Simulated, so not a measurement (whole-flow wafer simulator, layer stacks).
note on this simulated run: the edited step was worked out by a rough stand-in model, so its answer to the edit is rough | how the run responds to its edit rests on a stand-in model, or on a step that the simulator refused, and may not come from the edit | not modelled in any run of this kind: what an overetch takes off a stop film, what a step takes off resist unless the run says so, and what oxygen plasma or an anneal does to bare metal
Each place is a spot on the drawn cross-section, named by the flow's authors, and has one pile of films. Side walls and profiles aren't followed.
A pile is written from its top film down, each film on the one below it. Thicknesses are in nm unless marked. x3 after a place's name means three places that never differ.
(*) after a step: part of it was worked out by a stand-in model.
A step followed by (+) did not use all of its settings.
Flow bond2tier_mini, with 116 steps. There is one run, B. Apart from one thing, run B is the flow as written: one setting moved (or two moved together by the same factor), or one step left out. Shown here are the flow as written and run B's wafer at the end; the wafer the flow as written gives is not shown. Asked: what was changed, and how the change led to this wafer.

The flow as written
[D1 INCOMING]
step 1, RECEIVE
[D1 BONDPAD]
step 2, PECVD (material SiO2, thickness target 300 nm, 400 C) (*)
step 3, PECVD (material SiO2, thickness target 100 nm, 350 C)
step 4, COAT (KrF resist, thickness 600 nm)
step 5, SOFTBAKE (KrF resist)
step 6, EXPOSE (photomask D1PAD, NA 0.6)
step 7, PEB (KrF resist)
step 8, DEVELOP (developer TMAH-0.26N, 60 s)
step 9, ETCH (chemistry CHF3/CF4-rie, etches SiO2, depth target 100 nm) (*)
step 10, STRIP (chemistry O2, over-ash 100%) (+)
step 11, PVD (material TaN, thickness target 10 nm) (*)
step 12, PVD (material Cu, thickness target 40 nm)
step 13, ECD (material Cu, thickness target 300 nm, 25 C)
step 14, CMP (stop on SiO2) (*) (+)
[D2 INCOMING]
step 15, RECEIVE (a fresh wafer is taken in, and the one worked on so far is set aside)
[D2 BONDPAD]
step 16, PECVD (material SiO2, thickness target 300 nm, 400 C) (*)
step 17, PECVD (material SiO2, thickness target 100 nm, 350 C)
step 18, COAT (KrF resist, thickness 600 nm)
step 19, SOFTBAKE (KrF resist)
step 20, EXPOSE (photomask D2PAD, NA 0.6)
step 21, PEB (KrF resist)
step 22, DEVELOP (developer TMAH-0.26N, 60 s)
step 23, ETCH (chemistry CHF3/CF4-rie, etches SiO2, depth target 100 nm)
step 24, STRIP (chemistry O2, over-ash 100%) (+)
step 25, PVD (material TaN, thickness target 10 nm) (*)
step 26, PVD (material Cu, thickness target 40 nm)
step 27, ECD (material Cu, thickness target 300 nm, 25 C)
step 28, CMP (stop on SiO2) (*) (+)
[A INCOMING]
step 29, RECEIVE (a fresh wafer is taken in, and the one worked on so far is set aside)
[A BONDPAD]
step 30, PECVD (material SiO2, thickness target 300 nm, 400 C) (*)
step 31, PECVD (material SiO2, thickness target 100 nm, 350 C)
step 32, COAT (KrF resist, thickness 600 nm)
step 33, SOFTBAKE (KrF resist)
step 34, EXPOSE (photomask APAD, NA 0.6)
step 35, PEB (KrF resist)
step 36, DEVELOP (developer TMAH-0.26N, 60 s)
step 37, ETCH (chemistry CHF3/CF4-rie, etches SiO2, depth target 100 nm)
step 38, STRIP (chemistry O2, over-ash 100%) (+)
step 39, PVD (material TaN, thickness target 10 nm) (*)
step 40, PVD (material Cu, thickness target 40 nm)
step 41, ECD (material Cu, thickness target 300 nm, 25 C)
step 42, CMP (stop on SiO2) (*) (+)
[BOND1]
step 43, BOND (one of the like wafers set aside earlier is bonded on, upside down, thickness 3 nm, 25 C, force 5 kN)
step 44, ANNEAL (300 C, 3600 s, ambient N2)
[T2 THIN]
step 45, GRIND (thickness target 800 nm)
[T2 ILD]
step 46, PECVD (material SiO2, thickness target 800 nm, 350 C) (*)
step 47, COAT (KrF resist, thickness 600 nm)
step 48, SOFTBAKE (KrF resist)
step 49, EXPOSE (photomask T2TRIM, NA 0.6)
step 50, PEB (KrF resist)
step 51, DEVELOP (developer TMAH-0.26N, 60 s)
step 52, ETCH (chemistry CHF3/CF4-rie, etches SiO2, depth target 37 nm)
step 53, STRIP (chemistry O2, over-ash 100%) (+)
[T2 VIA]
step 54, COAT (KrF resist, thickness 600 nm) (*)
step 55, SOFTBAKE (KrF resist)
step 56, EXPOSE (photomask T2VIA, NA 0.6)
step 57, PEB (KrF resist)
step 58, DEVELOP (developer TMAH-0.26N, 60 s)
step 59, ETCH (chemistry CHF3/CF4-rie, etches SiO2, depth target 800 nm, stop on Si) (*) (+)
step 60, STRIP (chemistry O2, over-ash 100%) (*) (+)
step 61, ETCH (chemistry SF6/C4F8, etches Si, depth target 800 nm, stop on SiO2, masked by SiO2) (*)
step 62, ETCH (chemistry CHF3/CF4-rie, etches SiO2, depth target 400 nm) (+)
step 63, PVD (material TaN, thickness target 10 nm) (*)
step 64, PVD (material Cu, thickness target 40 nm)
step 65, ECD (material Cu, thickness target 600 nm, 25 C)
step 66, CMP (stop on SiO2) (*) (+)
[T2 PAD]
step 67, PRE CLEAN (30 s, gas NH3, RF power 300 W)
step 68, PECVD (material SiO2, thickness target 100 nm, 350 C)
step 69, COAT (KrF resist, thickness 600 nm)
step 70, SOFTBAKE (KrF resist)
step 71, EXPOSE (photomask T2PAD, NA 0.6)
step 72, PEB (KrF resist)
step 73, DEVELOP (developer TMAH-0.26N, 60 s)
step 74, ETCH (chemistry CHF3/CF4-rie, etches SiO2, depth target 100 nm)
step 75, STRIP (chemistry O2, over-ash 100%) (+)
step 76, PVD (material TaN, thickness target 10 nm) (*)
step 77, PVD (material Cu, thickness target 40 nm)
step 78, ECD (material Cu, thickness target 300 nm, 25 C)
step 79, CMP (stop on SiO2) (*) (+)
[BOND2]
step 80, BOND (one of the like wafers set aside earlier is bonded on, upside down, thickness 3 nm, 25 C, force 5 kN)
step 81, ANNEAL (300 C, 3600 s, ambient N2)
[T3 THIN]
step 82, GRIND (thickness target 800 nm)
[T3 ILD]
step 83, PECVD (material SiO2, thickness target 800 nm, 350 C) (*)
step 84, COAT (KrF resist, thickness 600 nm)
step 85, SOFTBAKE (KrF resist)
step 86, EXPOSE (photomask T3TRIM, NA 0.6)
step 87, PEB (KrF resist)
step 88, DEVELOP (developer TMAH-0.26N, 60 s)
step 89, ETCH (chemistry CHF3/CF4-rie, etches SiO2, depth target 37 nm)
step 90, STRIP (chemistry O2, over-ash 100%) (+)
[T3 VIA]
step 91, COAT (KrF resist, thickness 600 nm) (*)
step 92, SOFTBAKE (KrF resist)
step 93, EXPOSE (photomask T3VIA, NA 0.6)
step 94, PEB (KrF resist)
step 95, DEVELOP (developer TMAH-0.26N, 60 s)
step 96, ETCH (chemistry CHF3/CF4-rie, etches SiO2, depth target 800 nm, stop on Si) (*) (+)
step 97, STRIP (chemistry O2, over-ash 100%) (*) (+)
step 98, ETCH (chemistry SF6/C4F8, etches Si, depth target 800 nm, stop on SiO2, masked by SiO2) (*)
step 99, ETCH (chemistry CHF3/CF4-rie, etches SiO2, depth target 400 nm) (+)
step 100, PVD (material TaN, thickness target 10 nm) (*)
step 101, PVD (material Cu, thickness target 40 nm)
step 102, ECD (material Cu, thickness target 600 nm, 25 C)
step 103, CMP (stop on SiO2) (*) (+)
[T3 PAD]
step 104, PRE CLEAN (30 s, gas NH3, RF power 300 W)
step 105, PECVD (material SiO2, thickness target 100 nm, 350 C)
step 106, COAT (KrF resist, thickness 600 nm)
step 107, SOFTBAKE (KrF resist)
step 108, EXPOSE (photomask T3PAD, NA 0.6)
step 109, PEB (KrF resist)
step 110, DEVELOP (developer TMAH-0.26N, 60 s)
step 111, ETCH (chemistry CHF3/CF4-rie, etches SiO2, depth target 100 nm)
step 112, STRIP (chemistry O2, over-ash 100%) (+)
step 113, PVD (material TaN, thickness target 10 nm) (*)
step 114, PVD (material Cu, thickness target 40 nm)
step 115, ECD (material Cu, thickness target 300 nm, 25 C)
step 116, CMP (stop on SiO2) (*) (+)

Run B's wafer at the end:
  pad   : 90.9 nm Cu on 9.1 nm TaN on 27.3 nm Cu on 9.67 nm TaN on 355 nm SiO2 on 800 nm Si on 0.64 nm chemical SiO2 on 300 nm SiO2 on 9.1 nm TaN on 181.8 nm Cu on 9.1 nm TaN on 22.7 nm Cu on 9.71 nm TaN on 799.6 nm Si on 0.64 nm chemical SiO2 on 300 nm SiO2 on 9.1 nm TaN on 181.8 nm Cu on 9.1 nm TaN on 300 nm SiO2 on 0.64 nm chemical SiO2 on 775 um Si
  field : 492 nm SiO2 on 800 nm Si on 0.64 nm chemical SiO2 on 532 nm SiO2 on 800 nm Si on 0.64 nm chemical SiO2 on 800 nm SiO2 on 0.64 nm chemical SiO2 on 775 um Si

The reason: step 46, PECVD: thickness target 440 nm was run, though the flow has thickness target 800 nm.

How this came from the change, step by step:
  step 46, PECVD (material SiO2, thickness target 800 nm, 350 C) (*)
      field, pad, via: +440 SiO2 (new film) (in the flow as written it would be: +800 SiO2 (new film))
  step 59, ETCH (chemistry CHF3/CF4-rie, etches SiO2, depth target 800 nm, stop on Si) (*) (+)
      field, pad: -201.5 KrF resist (in the flow as written it would be: -266.7 KrF resist)
      via: -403 SiO2 (all of it) (in the flow as written it would be: -763 SiO2 (all of it))
  step 60, STRIP (chemistry O2, over-ash 100%) (*) (+)
      field: -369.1 KrF resist (all of it) (in the flow as written it would be: -303.9 KrF resist (all of it))
      pad: -401.1 KrF resist (all of it) (in the flow as written it would be: -336 KrF resist (all of it))
  step 62, ETCH (chemistry CHF3/CF4-rie, etches SiO2, depth target 400 nm) (+)
      pad: -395 SiO2 (all of it), -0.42 Si (in the flow as written it would be: -400 SiO2)
